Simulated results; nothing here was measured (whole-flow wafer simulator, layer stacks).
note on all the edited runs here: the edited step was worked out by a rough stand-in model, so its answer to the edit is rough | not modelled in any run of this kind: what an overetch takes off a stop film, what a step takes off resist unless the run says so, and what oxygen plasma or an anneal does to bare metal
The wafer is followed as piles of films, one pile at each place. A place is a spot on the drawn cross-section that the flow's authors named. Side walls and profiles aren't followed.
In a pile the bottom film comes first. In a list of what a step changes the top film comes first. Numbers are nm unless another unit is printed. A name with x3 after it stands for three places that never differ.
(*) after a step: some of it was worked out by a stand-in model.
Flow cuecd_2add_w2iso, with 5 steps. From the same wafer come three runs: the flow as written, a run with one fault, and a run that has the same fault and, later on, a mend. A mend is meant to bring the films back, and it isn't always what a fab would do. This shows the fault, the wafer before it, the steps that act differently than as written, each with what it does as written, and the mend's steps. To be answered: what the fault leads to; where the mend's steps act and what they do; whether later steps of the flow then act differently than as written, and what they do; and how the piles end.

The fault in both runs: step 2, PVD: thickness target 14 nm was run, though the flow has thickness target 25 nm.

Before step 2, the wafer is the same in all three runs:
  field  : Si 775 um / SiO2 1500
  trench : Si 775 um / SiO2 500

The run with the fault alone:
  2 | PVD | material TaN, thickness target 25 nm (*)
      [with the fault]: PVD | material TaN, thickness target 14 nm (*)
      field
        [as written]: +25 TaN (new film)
        [with the fault]: +14 TaN (new film)
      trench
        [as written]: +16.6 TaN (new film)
        [with the fault]: +9.29 TaN (new film)
  None of the later steps of the flow differs from how it acts as written, at any place that is followed, by more than 2% or 0.5 nm, whichever is larger.
  At field, trench, the piles at the end differ from the flow's by more than 2% or 0.5 nm, whichever is larger.
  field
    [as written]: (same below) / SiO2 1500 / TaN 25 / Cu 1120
    [with the fault]: (same below) / SiO2 1500 / TaN 14 / Cu 1120
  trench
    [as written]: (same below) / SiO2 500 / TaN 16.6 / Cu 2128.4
    [with the fault]: (same below) / SiO2 500 / TaN 9.29 / Cu 2124.7

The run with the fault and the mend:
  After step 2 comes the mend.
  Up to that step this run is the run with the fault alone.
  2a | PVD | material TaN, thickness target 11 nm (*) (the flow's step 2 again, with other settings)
      field
        +11 TaN
      trench
        +7.27 TaN
  None of the later steps of the flow acts differently than as written at any place that is followed.
  At every place that both follow, the piles at the end match the flow's.
